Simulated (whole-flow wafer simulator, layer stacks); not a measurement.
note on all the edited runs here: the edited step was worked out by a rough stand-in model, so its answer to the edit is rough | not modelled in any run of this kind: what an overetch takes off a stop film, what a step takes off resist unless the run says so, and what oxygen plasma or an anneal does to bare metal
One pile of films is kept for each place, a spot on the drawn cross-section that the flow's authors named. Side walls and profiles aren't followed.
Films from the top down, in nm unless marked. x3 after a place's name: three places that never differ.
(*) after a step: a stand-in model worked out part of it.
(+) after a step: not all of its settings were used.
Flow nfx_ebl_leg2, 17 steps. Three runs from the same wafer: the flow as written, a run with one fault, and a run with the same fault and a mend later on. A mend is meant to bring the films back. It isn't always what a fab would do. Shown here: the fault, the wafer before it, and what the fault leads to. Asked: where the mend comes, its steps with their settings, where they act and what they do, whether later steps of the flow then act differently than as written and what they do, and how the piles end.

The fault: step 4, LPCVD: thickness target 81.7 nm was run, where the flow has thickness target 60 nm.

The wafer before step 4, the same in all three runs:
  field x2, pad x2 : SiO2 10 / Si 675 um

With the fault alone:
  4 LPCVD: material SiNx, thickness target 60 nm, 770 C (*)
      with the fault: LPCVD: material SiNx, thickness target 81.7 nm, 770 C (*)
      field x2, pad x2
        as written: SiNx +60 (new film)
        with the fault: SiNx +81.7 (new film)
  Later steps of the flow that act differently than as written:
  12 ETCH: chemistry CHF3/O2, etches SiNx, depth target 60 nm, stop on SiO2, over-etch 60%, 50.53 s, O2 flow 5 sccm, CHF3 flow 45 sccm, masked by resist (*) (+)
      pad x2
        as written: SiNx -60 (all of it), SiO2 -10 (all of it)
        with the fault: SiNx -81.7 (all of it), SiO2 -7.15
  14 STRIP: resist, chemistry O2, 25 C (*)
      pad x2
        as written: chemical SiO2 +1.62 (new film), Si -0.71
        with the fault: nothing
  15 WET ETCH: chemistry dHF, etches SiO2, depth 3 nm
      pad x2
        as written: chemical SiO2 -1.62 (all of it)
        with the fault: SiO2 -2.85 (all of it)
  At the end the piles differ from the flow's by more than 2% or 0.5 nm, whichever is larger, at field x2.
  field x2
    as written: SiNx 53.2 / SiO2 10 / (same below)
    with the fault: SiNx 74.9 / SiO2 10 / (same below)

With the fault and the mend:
  The mend comes after step 5.
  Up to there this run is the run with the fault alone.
  5a ETCH: chemistry h3po4, depth target 93.95 nm
      field x2, pad x2
        SiNx -81.7 (all of it)
  5b CLEAN: chemistry SC1/SC2 (the flow's step 2 once more)
      changes no film at any place that is followed
  5c LPCVD: material SiNx, thickness target 60 nm, 770 C (*) (the flow's step 4 once more)
      field x2, pad x2
        SiNx +60 (new film)
  No later step of the flow acts differently than as written at any place that is followed.
  At the end the piles are the same as the flow's at every place that both follow.
